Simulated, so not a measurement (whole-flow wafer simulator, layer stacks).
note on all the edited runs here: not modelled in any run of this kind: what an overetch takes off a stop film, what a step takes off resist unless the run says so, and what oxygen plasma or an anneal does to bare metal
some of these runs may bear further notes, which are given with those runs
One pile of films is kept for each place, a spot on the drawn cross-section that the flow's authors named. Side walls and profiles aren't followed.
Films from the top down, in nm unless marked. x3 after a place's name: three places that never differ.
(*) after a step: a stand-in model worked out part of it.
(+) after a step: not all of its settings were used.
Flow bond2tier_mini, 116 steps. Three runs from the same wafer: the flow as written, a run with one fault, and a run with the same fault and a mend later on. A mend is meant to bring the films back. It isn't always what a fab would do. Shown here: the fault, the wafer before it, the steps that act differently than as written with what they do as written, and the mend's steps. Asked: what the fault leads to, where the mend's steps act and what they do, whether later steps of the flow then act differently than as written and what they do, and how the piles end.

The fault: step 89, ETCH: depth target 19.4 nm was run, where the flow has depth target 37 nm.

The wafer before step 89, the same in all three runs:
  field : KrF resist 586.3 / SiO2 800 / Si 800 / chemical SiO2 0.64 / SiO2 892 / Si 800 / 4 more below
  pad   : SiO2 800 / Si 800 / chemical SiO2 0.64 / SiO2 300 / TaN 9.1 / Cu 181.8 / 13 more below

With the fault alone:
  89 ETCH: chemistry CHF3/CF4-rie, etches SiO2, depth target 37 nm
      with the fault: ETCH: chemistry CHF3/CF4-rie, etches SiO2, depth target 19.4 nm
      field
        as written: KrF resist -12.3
        with the fault: KrF resist -6.47
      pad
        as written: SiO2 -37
        with the fault: SiO2 -19.4
  Later steps of the flow that act differently than as written (4 more steps differ only slightly, by at most 2% or 0.5 nm, whichever is larger, and aren't shown):
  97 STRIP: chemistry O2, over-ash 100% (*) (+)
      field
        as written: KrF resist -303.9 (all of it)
        with the fault: KrF resist -311.4 (all of it)
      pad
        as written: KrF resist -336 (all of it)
        with the fault: KrF resist -328.2 (all of it)
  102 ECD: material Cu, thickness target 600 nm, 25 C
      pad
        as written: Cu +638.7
        with the fault: Cu +620.3
  At the end the piles differ from the flow's by more than 2% or 0.5 nm, whichever is larger, at pad.
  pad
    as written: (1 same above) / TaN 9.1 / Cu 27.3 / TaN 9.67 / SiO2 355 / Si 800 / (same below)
    with the fault: (1 same above) / TaN 9.1 / Cu 9.57 / TaN 9.83 / SiO2 372.6 / Si 800 / (same below)

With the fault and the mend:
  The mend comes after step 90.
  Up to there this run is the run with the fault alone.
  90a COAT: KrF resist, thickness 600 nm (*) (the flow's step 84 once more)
      field
        KrF resist +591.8 (new film)
      pad
        KrF resist +608.6 (new film)
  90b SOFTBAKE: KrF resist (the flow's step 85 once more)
      changes no film at any place that is followed
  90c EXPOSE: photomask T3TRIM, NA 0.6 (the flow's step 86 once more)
      changes no film at any place that is followed
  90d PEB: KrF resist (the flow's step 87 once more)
      changes no film at any place that is followed
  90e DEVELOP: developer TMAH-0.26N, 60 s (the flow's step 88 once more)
      field
        KrF resist -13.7
      pad
        KrF resist -608.6 (all of it)
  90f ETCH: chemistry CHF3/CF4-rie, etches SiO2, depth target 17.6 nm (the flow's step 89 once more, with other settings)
      field
        KrF resist -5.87
      pad
        SiO2 -17.6
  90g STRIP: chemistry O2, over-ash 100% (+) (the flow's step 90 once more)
      field
        KrF resist -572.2 (all of it)
  No later step of the flow acts differently than as written at any place that is followed.
  At the end the piles are the same as the flow's at every place that both follow.
